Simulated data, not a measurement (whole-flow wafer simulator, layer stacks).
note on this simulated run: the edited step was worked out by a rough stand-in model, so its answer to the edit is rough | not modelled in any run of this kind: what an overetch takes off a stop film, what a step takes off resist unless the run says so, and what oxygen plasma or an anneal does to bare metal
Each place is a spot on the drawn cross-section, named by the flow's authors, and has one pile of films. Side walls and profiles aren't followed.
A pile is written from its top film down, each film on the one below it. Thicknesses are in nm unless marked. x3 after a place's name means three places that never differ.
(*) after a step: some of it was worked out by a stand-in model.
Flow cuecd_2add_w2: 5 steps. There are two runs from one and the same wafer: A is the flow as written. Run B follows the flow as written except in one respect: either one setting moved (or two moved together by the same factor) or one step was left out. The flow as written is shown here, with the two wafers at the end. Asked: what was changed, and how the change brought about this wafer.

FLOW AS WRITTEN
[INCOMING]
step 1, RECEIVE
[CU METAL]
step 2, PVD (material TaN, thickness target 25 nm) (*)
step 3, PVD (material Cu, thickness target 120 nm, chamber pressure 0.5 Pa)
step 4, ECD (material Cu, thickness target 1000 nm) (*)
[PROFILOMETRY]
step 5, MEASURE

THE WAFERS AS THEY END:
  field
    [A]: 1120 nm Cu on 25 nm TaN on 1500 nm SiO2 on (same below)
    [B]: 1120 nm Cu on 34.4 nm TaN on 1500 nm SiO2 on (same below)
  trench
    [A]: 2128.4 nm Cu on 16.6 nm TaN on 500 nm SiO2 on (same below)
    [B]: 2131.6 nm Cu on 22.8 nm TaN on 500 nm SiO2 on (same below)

Cause: step 2, PVD: thickness target 34.4 nm was run, whereas the flow has thickness target 25 nm.
The wafer lets one read it off: field has TaN 34.4, and step 2 as written asks for 25 nm.

How this came from the change, step by step:
  step 2, PVD (material TaN, thickness target 25 nm) (*)
      field: A TaN gains 25 (new film) | B TaN gains 34.4 (new film)
      trench: A TaN gains 16.6 (new film) | B TaN gains 22.8 (new film)
